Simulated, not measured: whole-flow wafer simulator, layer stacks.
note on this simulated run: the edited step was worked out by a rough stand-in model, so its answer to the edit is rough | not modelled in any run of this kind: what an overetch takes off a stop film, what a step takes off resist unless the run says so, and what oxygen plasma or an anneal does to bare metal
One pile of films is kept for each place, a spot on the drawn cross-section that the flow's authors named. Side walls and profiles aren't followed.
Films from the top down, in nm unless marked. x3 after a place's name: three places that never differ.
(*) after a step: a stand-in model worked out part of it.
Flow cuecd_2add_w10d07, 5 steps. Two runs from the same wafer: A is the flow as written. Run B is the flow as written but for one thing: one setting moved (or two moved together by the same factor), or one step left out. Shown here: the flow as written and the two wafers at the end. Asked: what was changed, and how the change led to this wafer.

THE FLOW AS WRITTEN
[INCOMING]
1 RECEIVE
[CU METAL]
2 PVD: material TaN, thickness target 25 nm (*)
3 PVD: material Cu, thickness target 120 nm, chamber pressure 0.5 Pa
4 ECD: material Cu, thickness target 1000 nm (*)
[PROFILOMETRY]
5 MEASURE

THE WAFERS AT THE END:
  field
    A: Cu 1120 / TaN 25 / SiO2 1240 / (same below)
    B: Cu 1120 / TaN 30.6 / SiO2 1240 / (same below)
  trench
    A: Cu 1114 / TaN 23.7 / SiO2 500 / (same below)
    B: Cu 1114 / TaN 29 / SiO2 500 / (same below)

The cause: step 2, PVD: thickness target 30.6 nm was run, where the flow has thickness target 25 nm.
It can be read off the wafer: field has TaN 30.6, and step 2 as written asks for 25 nm.

How the change led to this, step by step:
  2 PVD: material TaN, thickness target 25 nm (*)
      field: A TaN +25 (new film) | B TaN +30.6 (new film)
      trench: A TaN +23.7 (new film) | B TaN +29 (new film)
